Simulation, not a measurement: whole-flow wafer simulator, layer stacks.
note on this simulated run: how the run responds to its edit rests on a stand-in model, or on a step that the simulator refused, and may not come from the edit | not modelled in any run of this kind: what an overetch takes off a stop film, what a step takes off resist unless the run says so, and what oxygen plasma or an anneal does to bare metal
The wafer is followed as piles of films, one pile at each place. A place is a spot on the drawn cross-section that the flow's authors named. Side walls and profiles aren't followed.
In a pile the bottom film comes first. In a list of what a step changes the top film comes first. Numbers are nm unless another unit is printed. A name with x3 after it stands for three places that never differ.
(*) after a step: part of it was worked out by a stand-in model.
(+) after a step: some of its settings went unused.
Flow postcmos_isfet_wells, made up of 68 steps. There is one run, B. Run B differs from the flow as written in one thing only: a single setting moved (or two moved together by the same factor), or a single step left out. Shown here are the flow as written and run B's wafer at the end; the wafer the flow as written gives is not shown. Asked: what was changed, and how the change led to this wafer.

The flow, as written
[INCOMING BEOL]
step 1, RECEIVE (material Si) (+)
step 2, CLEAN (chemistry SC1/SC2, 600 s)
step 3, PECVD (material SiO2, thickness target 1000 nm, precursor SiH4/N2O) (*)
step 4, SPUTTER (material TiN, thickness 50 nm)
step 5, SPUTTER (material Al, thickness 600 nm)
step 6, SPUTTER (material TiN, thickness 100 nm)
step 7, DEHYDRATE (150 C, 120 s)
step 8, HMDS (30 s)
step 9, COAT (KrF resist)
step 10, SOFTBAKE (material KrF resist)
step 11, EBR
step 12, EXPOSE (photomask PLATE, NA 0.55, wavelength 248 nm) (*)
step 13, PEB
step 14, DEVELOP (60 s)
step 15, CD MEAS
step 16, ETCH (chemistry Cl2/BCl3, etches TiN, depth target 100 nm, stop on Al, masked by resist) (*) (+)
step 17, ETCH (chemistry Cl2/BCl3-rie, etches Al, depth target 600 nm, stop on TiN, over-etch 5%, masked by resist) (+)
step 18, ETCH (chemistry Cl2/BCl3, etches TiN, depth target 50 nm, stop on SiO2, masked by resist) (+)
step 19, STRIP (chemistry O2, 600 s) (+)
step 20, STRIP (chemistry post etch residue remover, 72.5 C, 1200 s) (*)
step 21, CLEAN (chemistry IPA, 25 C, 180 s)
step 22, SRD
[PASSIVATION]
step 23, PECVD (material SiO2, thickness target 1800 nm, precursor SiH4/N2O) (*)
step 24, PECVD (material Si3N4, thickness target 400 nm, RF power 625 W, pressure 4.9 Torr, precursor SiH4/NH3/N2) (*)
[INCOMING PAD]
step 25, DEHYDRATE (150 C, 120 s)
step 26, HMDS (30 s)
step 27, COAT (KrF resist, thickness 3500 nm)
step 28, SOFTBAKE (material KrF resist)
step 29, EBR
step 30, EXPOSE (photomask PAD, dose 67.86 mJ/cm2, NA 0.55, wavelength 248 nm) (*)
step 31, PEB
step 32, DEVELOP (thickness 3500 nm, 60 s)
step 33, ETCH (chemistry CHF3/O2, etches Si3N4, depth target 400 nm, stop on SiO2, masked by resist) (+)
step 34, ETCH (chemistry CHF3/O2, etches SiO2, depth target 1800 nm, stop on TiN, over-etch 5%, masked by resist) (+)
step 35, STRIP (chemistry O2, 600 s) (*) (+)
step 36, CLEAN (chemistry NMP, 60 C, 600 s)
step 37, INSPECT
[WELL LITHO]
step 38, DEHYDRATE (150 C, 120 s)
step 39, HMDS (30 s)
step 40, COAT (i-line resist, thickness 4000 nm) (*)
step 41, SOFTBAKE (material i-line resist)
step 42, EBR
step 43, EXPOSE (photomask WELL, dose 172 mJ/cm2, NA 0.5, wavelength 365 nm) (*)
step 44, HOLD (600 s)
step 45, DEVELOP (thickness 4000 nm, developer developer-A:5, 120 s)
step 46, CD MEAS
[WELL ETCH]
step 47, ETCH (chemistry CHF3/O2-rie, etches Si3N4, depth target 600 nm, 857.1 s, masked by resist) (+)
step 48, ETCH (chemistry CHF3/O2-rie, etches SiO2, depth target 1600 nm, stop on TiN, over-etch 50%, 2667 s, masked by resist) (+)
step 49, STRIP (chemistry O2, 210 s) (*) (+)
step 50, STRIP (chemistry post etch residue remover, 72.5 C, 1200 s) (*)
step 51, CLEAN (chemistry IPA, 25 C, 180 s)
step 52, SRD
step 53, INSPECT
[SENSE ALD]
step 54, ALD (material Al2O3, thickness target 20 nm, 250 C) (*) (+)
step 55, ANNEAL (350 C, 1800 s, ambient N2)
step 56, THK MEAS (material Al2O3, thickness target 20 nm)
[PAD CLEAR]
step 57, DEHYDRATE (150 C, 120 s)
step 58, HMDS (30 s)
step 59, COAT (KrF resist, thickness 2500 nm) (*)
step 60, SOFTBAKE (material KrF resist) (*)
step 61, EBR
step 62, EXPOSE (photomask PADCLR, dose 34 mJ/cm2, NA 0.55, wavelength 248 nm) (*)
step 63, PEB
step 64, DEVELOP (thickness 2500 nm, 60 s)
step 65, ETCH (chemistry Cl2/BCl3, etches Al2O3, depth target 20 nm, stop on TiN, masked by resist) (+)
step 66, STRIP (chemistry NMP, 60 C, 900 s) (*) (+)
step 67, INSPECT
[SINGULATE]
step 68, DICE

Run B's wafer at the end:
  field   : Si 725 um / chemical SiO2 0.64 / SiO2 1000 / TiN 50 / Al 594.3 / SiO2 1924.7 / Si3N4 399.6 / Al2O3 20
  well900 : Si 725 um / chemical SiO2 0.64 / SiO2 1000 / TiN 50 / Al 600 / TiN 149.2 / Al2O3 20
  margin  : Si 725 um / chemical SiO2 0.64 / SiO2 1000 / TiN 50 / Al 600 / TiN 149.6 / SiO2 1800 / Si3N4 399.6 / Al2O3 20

The reason: step 6, SPUTTER: thickness 150 nm was run, though the flow has thickness 100 nm; step 21, CLEAN: 270 s was run, where the flow has 180 s.

The path from the change to this, step by step:
  step 6, SPUTTER (material TiN, thickness 100 nm)
      field, margin, well900 and 6 more: +150 TiN (new film) (in the flow as written it would be: +100 TiN (new film))
  step 16, ETCH (chemistry Cl2/BCl3, etches TiN, depth target 100 nm, stop on Al, masked by resist) (*) (+)
      field: -100 TiN (in the flow as written it would be: -100 TiN (all of it))
  step 17, ETCH (chemistry Cl2/BCl3-rie, etches Al, depth target 600 nm, stop on TiN, over-etch 5%, masked by resist) (+)
      field: nothing (in the flow as written it would be: -600 Al (all of it))
  step 20, STRIP (chemistry post etch residue remover, 72.5 C, 1200 s) (*)
      field: -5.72 Al (in the flow as written it would be: nothing)
  step 23, PECVD (material SiO2, thickness target 1800 nm, precursor SiH4/N2O) (*)
      field: +1924.7 SiO2 (new film) (in the flow as written it would be: +1800 SiO2 (new film), +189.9 void (new film), +559.7 SiO2)
Taking metal films that touch as one body, field has 1 body; the flow as written gives 0 bodies.
